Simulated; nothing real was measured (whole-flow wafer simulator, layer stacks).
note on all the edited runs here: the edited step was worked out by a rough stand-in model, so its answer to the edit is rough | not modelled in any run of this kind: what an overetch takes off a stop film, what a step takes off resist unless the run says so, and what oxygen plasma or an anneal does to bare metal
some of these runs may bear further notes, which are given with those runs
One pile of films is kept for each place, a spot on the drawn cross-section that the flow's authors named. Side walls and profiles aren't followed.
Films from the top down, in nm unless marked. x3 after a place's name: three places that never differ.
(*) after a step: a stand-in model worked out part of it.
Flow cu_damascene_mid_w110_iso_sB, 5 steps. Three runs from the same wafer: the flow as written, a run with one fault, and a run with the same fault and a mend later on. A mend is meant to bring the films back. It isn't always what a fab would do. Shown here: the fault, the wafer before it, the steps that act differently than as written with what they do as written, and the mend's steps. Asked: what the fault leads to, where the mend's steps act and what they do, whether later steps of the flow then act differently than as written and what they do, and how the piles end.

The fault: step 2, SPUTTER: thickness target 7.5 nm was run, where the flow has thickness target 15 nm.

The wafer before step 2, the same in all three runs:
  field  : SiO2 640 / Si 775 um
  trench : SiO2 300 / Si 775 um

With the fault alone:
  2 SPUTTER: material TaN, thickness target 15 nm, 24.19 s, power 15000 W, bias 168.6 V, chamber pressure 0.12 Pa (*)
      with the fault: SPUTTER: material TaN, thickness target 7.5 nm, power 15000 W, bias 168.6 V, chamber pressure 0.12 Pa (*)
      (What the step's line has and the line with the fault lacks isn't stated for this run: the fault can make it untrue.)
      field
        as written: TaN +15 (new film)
        with the fault: TaN +7.5 (new film)
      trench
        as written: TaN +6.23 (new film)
        with the fault: TaN +3.12 (new film)
  Later steps of the flow that act differently than as written (2 more steps differ only slightly, by at most 2% or 0.5 nm, whichever is larger, and aren't shown):
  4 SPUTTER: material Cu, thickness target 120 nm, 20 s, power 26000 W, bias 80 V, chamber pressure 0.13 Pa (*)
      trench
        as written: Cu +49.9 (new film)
        with the fault: Cu +51.2 (new film)
  At the end the piles differ from the flow's by more than 2% or 0.5 nm, whichever is larger, at field, trench.
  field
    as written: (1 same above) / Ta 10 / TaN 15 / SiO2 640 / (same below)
    with the fault: (1 same above) / Ta 10 / TaN 7.5 / SiO2 640 / (same below)
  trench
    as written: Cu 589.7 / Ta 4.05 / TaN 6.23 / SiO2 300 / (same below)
    with the fault: Cu 585.2 / Ta 4.14 / TaN 3.12 / SiO2 300 / (same below)

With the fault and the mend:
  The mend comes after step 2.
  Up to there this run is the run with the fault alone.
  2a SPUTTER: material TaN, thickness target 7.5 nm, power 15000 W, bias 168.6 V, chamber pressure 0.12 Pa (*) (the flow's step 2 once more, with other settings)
      field
        TaN +7.5
      trench
        TaN +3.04
  No later step of the flow acts differently than as written, at any place that is followed, by more than 2% or 0.5 nm, whichever is larger.
  At the end the piles differ from the flow's only slightly at the places that both follow, by at most 2% or 0.5 nm, whichever is larger.
